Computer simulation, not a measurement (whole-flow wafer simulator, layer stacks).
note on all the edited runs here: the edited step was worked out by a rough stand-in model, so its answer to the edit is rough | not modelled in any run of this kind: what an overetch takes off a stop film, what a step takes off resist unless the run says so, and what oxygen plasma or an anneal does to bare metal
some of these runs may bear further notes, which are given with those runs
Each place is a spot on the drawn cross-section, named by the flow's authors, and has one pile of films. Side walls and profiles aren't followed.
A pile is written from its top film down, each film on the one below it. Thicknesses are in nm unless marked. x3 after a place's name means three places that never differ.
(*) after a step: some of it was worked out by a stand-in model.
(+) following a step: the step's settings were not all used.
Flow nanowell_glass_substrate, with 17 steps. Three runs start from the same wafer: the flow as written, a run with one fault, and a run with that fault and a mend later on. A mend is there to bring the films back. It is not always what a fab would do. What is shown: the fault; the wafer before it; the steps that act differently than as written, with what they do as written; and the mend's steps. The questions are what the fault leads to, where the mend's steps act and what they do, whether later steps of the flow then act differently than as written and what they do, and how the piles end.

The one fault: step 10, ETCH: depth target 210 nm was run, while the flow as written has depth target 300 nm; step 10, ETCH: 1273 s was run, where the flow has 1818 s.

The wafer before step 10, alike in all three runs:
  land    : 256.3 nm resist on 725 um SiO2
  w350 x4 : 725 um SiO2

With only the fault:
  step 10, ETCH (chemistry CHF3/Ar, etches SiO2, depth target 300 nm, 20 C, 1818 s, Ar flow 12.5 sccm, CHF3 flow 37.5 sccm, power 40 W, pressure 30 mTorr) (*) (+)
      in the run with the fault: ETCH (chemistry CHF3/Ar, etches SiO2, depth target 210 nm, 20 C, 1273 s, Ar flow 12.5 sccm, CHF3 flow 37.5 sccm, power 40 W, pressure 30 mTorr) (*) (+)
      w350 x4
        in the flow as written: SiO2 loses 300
        in the run with the fault: SiO2 loses 210
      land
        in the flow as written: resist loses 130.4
        in the run with the fault: resist loses 91.3
  Steps later in the flow that act otherwise than as written:
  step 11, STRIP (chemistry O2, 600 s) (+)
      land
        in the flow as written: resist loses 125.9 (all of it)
        in the run with the fault: resist loses 165 (all of it)
  When the end is reached, the piles differ only a little from the flow's at the places that both follow, at most by 2% or 0.5 nm, whichever is larger.

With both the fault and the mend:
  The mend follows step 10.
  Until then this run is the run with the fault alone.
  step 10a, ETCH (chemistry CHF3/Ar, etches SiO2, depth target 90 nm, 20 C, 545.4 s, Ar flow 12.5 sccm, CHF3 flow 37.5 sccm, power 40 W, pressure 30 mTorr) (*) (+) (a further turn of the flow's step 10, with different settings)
      w350 x4
        SiO2 loses 90
      land
        resist loses 39.1
  Later steps of the flow that are run all act as written at every place that is followed.
  The piles end the same as the flow's at every place that both follow.
